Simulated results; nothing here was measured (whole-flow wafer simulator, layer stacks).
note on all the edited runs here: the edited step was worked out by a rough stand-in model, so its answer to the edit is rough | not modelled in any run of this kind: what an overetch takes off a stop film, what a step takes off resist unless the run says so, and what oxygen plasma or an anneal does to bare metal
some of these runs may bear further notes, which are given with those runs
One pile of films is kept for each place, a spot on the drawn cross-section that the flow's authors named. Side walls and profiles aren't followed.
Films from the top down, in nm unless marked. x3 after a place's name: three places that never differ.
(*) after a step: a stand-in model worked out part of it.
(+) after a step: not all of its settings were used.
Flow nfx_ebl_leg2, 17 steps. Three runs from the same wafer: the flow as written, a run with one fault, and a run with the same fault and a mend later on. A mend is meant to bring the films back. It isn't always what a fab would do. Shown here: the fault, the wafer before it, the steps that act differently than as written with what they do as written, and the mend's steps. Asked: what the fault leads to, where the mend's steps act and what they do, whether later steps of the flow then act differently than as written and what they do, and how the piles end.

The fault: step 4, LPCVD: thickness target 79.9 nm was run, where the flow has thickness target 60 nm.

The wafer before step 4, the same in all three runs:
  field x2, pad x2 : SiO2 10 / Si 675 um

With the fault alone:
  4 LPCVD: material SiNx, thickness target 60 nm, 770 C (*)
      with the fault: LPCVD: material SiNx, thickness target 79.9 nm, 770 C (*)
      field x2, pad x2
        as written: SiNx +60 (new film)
        with the fault: SiNx +79.9 (new film)
  Later steps of the flow that act differently than as written:
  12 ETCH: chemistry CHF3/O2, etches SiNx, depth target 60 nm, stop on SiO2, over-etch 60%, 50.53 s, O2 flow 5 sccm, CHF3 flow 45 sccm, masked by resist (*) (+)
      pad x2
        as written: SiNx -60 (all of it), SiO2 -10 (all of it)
        with the fault: SiNx -79.9 (all of it), SiO2 -8.05
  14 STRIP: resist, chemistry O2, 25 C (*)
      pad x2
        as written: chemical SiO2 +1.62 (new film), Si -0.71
        with the fault: nothing
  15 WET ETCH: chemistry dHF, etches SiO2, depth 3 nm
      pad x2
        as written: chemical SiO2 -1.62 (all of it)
        with the fault: SiO2 -1.95 (all of it)
  At the end the piles differ from the flow's by more than 2% or 0.5 nm, whichever is larger, at field x2.
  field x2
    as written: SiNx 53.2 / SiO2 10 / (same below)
    with the fault: SiNx 73.1 / SiO2 10 / (same below)

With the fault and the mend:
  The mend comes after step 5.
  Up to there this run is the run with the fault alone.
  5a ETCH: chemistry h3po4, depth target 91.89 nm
      field x2, pad x2
        SiNx -79.9 (all of it)
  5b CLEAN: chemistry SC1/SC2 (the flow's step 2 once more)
      changes no film at any place that is followed
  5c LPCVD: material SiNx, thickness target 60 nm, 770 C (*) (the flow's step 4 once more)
      field x2, pad x2
        SiNx +60 (new film)
  No later step of the flow acts differently than as written at any place that is followed.
  At the end the piles are the same as the flow's at every place that both follow.
